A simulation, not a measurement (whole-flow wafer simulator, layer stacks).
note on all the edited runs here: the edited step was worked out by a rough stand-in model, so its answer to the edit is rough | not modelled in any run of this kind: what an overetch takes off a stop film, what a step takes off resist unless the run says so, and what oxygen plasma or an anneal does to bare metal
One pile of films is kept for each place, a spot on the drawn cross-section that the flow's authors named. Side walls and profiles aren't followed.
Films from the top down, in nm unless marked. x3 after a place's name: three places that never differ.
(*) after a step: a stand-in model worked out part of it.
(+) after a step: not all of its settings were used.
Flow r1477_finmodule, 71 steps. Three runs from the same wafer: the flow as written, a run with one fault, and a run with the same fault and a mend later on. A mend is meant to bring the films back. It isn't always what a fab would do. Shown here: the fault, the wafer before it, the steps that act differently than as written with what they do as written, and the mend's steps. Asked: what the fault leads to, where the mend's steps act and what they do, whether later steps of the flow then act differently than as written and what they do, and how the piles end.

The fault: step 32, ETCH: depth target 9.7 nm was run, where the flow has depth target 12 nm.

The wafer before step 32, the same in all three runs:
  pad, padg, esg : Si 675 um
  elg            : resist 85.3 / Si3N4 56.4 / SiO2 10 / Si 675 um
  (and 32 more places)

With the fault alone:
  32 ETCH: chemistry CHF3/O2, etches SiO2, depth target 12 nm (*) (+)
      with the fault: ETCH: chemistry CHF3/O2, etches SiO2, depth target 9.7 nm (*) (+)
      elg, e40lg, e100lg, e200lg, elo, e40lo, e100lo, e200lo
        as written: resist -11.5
        with the fault: resist -9.3
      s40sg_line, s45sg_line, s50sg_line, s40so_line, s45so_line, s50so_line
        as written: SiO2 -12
        with the fault: SiO2 -9.7
  Later steps of the flow that act differently than as written (5 more steps differ only slightly, by at most 2% or 0.5 nm, whichever is larger, and aren't shown):
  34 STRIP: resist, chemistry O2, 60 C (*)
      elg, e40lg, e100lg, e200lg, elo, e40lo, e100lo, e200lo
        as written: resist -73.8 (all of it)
        with the fault: resist -76 (all of it)
  At the end the piles differ from the flow's only slightly at the places that both follow, by at most 2% or 0.5 nm, whichever is larger.

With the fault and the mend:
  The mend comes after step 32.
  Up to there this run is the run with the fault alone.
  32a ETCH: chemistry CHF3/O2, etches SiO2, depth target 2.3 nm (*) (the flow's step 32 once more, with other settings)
      pad, padg, e40sg and 11 more
        Si -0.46
      elg, e40lg, e100lg, e200lg, elo, e40lo, e100lo, e200lo
        resist -2.2
      s40sg_line, s45sg_line, s50sg_line, s40so_line, s45so_line, s50so_line
        SiO2 -2.3
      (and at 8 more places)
  No later step of the flow acts differently than as written, at any place that is followed, by more than 2% or 0.5 nm, whichever is larger.
  At the end the piles differ from the flow's only slightly at the places that both follow, by at most 2% or 0.5 nm, whichever is larger.
